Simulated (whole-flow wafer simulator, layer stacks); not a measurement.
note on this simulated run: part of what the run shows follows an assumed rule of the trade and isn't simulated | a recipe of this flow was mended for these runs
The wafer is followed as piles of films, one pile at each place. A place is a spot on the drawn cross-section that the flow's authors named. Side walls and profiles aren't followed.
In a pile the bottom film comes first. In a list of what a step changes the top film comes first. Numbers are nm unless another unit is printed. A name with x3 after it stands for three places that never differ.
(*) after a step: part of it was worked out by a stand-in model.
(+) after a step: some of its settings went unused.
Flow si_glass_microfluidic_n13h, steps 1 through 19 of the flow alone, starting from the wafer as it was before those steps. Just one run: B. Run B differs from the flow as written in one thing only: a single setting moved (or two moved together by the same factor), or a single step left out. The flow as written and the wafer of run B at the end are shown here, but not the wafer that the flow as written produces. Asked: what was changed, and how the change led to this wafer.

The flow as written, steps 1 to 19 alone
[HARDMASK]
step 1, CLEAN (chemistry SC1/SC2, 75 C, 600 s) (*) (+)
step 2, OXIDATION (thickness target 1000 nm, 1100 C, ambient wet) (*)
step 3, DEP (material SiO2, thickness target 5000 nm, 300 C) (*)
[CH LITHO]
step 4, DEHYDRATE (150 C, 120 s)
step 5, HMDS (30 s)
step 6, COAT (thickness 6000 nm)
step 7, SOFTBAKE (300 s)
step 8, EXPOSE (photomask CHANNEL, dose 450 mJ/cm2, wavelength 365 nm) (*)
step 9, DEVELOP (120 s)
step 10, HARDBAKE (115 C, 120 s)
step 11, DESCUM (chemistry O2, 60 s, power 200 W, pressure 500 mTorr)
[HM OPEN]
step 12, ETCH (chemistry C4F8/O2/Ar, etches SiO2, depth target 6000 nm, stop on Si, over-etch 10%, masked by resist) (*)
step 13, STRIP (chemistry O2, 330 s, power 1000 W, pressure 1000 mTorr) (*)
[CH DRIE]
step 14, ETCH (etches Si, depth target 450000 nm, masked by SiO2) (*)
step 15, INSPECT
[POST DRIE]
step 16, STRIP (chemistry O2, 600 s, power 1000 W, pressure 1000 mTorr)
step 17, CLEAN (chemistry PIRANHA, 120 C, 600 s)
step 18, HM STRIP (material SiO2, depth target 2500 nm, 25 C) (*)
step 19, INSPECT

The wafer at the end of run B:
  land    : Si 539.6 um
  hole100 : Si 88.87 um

Cause: step 2, OXIDATION: thickness target 906 nm was run, whereas the flow has thickness target 1000 nm.

The path from the change to this, step by step:
  step 2, OXIDATION (thickness target 1000 nm, 1100 C, ambient wet) (*)
      land, hole100: +906 SiO2 (new film), -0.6 chemical SiO2 (all of it), -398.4 Si (as written it would have been: +1000 SiO2 (new film), -0.6 chemical SiO2 (all of it), -439.7 Si)
  step 12, ETCH (chemistry C4F8/O2/Ar, etches SiO2, depth target 6000 nm, stop on Si, over-etch 10%, masked by resist) (*)
      hole100: -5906 SiO2 (all of it), -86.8 Si (as written it would have been: -6000 SiO2 (all of it), -75 Si)
  step 18, HM STRIP (material SiO2, depth target 2500 nm, 25 C) (*)
      land: -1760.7 SiO2 (all of it) (as written it would have been: -1854.4 SiO2 (all of it))
